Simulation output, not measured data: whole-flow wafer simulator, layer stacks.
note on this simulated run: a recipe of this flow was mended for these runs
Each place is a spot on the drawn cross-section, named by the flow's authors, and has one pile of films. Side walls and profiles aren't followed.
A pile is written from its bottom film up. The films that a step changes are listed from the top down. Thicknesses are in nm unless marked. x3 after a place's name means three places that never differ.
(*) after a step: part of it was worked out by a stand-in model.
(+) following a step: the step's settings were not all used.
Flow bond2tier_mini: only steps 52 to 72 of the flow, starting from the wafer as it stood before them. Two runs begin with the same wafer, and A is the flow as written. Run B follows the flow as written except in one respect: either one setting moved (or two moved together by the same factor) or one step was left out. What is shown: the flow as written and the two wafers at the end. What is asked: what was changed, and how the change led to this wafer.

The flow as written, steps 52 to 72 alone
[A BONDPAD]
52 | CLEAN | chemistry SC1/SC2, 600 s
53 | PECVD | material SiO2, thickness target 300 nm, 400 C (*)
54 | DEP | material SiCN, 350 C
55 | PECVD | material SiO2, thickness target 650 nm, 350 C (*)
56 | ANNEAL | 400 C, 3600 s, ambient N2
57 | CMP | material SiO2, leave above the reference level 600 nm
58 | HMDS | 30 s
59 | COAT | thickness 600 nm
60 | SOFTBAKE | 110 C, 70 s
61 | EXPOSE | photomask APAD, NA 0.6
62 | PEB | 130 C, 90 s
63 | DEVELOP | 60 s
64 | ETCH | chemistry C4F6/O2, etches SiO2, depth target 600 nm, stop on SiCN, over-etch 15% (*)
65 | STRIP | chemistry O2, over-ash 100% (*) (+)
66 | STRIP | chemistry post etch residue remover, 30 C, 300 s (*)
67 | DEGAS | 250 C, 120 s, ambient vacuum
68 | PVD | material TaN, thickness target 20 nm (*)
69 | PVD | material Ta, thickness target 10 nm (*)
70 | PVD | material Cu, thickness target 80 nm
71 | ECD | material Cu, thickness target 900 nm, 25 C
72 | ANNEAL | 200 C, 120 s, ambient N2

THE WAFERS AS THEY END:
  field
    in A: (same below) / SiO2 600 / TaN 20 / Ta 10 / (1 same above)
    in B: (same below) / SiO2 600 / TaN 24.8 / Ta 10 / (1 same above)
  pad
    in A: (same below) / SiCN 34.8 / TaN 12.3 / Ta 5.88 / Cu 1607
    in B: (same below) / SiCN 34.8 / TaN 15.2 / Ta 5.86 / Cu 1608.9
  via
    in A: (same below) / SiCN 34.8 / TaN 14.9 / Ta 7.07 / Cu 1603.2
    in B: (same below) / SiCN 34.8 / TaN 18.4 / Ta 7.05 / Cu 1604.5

The reason: step 68, PVD: thickness target 24.8 nm was run, while the flow as written has thickness target 20 nm.
The wafer lets one read it off: field has TaN 24.8, and step 68 as written asks for 20 nm.

Step by step, how the change led to this:
  68 | PVD | material TaN, thickness target 20 nm (*)
      field: A +20 TaN (new film) | B +24.8 TaN (new film)
      pad: A +12.3 TaN (new film) | B +15.2 TaN (new film)
      (as well as at 1 more place)
